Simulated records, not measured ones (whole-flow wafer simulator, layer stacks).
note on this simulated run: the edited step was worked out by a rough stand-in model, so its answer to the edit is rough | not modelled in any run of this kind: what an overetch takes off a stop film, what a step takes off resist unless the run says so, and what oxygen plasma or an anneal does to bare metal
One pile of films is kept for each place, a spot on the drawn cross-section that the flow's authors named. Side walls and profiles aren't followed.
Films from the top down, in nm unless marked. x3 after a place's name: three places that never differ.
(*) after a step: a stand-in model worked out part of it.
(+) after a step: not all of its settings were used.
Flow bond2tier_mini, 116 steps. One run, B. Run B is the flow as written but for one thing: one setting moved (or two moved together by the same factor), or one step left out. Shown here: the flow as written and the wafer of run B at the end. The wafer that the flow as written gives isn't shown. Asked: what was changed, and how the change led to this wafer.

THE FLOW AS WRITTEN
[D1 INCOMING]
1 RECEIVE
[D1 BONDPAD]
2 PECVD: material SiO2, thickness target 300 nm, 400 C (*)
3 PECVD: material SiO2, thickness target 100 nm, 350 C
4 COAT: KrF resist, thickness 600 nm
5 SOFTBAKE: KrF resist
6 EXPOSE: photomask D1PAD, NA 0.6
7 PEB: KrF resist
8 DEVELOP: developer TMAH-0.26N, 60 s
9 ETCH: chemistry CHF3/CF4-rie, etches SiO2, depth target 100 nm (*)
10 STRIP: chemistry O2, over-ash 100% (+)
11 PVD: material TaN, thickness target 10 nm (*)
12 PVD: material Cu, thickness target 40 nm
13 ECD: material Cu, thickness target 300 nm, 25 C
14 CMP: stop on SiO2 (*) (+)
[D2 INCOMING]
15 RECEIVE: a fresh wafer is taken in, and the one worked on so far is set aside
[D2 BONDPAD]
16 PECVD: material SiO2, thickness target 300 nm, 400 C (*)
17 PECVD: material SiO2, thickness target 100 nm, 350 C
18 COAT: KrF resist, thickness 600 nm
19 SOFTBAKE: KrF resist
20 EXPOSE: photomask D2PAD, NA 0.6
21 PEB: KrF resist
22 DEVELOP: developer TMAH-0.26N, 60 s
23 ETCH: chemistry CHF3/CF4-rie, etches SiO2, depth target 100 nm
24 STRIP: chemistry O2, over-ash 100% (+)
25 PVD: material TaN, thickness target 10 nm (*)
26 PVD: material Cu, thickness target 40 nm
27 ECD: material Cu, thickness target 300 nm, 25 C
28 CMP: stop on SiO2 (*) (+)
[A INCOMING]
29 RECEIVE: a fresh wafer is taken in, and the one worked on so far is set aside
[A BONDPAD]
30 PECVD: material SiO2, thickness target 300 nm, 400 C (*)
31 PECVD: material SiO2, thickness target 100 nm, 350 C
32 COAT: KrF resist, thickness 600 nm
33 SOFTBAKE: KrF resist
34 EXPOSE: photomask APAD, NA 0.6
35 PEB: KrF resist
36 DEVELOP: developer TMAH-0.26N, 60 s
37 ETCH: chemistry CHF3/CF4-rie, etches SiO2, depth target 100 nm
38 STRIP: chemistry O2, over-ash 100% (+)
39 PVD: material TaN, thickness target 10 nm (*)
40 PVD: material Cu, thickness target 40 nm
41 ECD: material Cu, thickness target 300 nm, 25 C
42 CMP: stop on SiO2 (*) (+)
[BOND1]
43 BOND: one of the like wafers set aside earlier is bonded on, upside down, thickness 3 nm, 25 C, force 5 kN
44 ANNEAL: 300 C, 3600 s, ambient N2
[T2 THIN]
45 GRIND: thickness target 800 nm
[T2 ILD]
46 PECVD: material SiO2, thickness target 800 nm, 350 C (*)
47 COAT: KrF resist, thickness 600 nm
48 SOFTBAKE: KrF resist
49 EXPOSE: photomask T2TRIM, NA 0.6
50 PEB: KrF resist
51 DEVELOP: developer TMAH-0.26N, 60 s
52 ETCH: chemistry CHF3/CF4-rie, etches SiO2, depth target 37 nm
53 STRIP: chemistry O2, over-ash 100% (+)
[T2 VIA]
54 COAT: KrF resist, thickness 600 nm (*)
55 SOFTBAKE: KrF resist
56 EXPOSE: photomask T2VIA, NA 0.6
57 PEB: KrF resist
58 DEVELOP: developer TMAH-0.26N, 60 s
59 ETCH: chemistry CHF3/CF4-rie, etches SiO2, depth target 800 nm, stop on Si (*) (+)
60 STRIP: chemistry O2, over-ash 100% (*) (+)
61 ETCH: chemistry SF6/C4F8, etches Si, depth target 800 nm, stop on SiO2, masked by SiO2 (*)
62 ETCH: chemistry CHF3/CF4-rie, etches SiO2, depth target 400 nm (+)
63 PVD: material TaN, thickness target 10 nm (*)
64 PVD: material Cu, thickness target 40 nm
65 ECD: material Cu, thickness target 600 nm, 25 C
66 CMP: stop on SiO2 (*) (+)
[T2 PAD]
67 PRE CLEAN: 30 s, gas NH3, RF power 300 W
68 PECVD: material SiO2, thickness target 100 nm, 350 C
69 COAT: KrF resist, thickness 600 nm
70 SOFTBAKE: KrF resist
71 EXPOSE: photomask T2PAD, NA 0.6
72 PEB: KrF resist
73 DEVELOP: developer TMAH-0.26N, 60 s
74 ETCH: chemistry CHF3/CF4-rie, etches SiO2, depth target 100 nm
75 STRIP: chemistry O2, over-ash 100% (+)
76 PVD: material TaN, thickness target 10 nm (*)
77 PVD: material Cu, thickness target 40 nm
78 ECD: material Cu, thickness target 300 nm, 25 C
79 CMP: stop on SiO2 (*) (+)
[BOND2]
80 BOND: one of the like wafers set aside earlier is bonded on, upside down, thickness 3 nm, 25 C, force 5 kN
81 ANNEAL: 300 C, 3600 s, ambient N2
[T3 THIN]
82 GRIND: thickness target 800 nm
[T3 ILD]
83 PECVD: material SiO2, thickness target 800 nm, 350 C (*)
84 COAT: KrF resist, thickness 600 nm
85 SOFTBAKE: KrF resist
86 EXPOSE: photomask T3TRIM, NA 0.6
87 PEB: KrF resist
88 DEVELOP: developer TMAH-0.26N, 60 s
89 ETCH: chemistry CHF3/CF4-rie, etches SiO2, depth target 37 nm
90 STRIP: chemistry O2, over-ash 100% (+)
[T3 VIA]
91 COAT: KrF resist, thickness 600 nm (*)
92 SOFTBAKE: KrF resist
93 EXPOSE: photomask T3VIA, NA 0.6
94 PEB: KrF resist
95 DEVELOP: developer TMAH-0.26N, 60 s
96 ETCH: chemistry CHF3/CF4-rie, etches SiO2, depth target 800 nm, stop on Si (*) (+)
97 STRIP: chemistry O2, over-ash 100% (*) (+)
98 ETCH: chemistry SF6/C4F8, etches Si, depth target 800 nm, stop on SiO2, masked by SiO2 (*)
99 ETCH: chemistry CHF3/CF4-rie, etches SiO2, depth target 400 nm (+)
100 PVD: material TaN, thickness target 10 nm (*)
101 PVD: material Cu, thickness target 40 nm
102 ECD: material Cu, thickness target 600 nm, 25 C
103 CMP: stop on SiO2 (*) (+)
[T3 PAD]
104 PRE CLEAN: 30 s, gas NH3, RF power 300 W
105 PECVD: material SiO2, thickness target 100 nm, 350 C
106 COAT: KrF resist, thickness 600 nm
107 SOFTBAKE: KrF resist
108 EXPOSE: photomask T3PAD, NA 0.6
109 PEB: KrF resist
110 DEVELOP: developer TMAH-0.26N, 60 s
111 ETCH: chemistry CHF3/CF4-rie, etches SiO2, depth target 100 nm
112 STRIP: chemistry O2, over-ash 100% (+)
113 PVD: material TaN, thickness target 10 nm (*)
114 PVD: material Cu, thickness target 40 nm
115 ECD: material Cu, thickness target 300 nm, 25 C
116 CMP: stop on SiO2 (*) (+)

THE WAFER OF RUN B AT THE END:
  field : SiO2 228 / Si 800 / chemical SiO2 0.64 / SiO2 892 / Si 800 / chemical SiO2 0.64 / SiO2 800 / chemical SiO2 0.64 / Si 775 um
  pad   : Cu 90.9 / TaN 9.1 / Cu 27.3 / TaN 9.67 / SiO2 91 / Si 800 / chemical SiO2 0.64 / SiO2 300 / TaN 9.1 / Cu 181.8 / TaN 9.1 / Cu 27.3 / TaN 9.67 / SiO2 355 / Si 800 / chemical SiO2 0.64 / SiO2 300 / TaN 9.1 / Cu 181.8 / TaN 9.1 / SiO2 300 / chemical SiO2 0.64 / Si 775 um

The cause: step 83, PECVD: thickness target 536 nm was run, where the flow has thickness target 800 nm.

How the change led to this, step by step:
  83 PECVD: material SiO2, thickness target 800 nm, 350 C (*)
      field, pad: SiO2 +536 (new film) (as written it would be: SiO2 +800 (new film))
  96 ETCH: chemistry CHF3/CF4-rie, etches SiO2, depth target 800 nm, stop on Si (*) (+)
      field, pad: KrF resist -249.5 (as written it would be: KrF resist -266.7)
  97 STRIP: chemistry O2, over-ash 100% (*) (+)
      field: KrF resist -321.1 (all of it) (as written it would be: KrF resist -303.9 (all of it))
      pad: KrF resist -353.1 (all of it) (as written it would be: KrF resist -336 (all of it))
